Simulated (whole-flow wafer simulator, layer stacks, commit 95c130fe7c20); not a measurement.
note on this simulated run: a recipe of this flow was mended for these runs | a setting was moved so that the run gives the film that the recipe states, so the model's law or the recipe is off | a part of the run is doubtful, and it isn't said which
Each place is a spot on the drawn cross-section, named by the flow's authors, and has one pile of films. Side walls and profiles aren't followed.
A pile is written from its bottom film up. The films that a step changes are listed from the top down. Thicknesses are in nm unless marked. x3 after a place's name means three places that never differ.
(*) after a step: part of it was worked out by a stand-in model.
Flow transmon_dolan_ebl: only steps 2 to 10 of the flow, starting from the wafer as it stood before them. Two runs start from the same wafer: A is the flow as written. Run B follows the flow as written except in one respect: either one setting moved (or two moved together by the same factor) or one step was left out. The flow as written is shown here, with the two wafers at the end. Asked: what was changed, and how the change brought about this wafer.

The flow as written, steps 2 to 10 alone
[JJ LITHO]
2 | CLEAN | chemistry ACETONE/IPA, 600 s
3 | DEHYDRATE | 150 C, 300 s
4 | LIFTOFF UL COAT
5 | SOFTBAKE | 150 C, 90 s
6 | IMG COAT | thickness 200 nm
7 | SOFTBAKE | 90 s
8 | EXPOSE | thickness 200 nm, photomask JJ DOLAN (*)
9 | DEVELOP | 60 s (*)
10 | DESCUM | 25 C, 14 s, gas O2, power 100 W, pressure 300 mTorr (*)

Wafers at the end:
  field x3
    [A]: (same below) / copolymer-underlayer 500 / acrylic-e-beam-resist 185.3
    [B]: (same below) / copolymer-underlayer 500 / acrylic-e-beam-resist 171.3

What caused this: step 6, IMG COAT: thickness 186 nm was run, whereas the flow has thickness 200 nm; step 8, EXPOSE: thickness 186 nm was run, where the flow has thickness 200 nm.

Step by step, how the change led to this:
  6 | IMG COAT | thickness 200 nm
      field x3, jj_line: A +200 acrylic-e-beam-resist (new film) | B +186 acrylic-e-beam-resist (new film)
  9 | DEVELOP | 60 s (*)
      jj_line: A -200 acrylic-e-beam-resist (all of it), -500 copolymer-underlayer (all of it) | B -186 acrylic-e-beam-resist (all of it), -500 copolymer-underlayer (all of it)
